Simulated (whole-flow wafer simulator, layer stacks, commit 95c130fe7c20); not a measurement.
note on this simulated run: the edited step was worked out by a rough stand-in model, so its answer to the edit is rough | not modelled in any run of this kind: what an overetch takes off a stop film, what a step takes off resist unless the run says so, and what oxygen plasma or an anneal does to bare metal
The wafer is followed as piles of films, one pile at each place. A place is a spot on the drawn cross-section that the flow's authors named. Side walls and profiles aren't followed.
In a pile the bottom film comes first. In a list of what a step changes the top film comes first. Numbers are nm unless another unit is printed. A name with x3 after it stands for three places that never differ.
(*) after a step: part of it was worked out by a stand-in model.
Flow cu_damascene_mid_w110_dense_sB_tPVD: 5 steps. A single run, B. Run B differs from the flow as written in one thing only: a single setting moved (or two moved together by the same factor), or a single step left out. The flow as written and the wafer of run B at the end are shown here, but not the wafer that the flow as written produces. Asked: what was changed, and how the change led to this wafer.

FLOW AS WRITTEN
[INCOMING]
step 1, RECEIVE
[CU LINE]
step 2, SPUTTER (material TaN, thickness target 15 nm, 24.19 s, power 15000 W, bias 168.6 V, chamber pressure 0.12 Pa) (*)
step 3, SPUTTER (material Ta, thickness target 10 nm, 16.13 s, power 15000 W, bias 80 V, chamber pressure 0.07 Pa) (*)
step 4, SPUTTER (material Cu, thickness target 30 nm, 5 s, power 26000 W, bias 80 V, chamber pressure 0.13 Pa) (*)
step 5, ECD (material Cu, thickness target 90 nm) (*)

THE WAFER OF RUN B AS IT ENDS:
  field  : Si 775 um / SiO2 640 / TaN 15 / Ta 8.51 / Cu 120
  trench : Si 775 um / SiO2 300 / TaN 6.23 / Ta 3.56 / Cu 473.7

Cause: step 3, SPUTTER: 13.11 s was run, while the flow as written has 16.13 s; step 3, SPUTTER: bias 65.6 V was run, where the flow has bias 80 V.

The path from the change to this, step by step:
  step 3, SPUTTER (material Ta, thickness target 10 nm, 16.13 s, power 15000 W, bias 80 V, chamber pressure 0.07 Pa) (*)
      field: Ta gains 8.51 (new film) (it would be, as written: Ta gains 10 (new film))
